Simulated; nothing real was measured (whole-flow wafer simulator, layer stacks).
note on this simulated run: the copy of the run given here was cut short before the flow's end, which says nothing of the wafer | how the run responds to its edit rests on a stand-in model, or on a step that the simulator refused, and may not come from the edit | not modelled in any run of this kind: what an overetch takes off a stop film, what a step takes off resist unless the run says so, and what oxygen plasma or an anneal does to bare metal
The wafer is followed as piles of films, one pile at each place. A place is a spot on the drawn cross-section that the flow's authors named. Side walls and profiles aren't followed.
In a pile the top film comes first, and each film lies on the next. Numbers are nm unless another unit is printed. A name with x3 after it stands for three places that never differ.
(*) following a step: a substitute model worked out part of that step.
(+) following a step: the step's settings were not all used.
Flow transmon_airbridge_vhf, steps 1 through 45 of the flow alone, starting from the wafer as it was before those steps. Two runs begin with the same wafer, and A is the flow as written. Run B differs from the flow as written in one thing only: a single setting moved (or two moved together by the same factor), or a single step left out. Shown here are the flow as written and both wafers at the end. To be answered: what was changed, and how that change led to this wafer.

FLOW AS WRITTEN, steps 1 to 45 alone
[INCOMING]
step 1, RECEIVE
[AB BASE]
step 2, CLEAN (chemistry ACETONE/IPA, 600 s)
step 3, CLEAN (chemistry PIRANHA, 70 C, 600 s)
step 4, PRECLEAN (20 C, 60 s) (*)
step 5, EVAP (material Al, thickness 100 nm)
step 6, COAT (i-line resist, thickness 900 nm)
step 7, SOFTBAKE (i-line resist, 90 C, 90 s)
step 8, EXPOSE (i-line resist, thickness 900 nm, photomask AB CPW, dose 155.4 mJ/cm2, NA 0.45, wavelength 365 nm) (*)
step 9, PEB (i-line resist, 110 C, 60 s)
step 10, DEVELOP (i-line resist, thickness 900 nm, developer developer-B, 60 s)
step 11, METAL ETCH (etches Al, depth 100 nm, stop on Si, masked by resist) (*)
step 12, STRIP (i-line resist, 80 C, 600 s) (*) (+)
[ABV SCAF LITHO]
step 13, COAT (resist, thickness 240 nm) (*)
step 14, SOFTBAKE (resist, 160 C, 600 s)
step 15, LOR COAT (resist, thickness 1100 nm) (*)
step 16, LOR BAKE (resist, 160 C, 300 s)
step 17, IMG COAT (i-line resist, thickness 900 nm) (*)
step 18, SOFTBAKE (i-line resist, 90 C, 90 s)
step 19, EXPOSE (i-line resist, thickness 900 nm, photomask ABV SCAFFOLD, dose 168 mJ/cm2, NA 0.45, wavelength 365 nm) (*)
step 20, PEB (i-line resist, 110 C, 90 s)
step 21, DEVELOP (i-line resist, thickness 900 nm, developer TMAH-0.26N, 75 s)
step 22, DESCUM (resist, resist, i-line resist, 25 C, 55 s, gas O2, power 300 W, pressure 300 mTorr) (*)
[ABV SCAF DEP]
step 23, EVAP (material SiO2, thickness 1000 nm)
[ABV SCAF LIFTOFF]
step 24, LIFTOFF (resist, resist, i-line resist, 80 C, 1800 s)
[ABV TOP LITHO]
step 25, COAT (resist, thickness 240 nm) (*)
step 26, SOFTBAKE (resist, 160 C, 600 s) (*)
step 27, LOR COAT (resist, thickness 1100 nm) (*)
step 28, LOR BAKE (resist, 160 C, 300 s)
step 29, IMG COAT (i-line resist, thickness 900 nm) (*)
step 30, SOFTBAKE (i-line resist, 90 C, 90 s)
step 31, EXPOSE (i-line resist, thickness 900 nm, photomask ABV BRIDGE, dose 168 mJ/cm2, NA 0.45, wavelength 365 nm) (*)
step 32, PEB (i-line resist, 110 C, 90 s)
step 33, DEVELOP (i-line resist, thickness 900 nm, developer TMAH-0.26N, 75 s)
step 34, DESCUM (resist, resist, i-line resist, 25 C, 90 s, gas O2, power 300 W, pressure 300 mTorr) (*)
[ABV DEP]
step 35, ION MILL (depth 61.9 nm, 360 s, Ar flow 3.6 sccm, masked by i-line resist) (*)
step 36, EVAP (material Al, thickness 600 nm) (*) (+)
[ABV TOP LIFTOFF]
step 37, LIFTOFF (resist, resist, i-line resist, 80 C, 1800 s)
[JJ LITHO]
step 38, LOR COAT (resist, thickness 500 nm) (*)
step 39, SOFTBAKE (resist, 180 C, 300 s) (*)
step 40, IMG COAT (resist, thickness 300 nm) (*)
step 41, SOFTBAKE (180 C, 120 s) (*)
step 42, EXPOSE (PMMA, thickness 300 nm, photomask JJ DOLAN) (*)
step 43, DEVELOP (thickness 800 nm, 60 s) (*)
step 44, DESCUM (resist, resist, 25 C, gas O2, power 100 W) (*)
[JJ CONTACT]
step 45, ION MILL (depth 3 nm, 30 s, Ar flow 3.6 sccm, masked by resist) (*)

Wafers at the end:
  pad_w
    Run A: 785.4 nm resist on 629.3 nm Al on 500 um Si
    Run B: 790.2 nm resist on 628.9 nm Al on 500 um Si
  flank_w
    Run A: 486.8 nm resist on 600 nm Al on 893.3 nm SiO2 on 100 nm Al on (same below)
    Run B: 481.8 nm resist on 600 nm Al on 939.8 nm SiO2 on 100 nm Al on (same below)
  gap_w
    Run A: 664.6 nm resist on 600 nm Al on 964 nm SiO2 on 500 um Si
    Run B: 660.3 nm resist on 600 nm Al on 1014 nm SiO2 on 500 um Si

Cause: step 23, EVAP: thickness 1050 nm was run, though the flow has thickness 1000 nm.

How this came from the change, step by step:
  step 23, EVAP (material SiO2, thickness 1000 nm)
      field x3, jj_line, ground_far and 10 more: A SiO2 gains 1000 (new film) | B SiO2 gains 1050 (new film)
      flank_w, flank_e: A SiO2 gains 929.3 (new film) | B SiO2 gains 975.8 (new film)
  step 24, LIFTOFF (resist, resist, i-line resist, 80 C, 1800 s)
      field x3, jj_line, trace_open_s x2: A SiO2 loses 1000 (all of it), i-line resist loses 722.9 (all of it), resist loses 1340 (all of it) | B SiO2 loses 1050 (all of it), i-line resist loses 722.9 (all of it), resist loses 1340 (all of it)
      pad_w, pad_e: A SiO2 loses 1000 (all of it), i-line resist loses 718 (all of it), resist loses 1330.2 (all of it) | B SiO2 loses 1050 (all of it), i-line resist loses 718 (all of it), resist loses 1330.2 (all of it)
      (as well as at 1 more place)
  step 29, IMG COAT (i-line resist, thickness 900 nm) (*)
      margin_s, margin_n: A i-line resist gains 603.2 (new film) | B i-line resist gains 587.3 (new film)
      bridge_strip: A i-line resist gains 556 (new film) | B i-line resist gains 539.4 (new film)
  step 32, PEB (i-line resist, 110 C, 90 s)
      margin_s, margin_n: A i-line resist loses 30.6 | B i-line resist loses 29.7
      bridge_strip: A i-line resist loses 28.1 | B i-line resist loses 27.3
  step 33, DEVELOP (i-line resist, thickness 900 nm, developer TMAH-0.26N, 75 s)
      bridge_strip: A i-line resist loses 527.8 (all of it), resist loses 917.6 | B i-line resist loses 512.1 (all of it), resist loses 909.6
  step 37, LIFTOFF (resist, resist, i-line resist, 80 C, 1800 s)
      margin_s, margin_n: A Al loses 600 (all of it), i-line resist loses 318.3 (all of it), resist loses 992 (all of it) | B Al loses 600 (all of it), i-line resist loses 303.2 (all of it), resist loses 977.7 (all of it)
